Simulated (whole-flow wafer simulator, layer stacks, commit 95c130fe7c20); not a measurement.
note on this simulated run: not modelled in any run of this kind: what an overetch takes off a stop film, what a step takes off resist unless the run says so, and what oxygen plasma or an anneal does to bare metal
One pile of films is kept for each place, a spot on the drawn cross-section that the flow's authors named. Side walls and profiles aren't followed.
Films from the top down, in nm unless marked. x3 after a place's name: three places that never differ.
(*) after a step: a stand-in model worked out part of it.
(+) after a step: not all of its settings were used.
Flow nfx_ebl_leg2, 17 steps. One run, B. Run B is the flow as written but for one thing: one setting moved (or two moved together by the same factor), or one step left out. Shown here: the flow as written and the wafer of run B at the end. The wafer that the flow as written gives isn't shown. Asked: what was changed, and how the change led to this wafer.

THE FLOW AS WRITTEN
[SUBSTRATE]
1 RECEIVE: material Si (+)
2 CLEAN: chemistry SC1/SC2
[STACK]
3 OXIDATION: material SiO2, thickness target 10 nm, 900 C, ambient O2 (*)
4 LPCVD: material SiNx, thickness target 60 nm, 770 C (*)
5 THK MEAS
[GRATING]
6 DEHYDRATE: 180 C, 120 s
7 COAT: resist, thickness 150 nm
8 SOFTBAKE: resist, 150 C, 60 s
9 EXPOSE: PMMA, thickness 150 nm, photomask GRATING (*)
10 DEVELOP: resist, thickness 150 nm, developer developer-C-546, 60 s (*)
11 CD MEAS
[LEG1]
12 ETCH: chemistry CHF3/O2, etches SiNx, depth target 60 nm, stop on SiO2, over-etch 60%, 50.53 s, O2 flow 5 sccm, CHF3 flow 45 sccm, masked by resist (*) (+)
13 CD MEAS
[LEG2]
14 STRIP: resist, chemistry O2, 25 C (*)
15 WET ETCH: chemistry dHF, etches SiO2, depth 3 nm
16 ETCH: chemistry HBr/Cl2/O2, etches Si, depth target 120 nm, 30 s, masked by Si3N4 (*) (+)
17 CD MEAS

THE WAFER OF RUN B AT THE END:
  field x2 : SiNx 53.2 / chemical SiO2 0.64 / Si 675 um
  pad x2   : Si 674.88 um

The cause: step 3, OXIDATION: material SiO2, thickness target 10 nm, 900 C, ambient O2 (*), was left out.

How the change led to this, step by step:
  12 ETCH: chemistry CHF3/O2, etches SiNx, depth target 60 nm, stop on SiO2, over-etch 60%, 50.53 s, O2 flow 5 sccm, CHF3 flow 45 sccm, masked by resist (*) (+)
      pad x2: SiNx -60 (all of it), chemical SiO2 -0.64 (all of it) (as written it would be: SiNx -60 (all of it), SiO2 -10 (all of it))
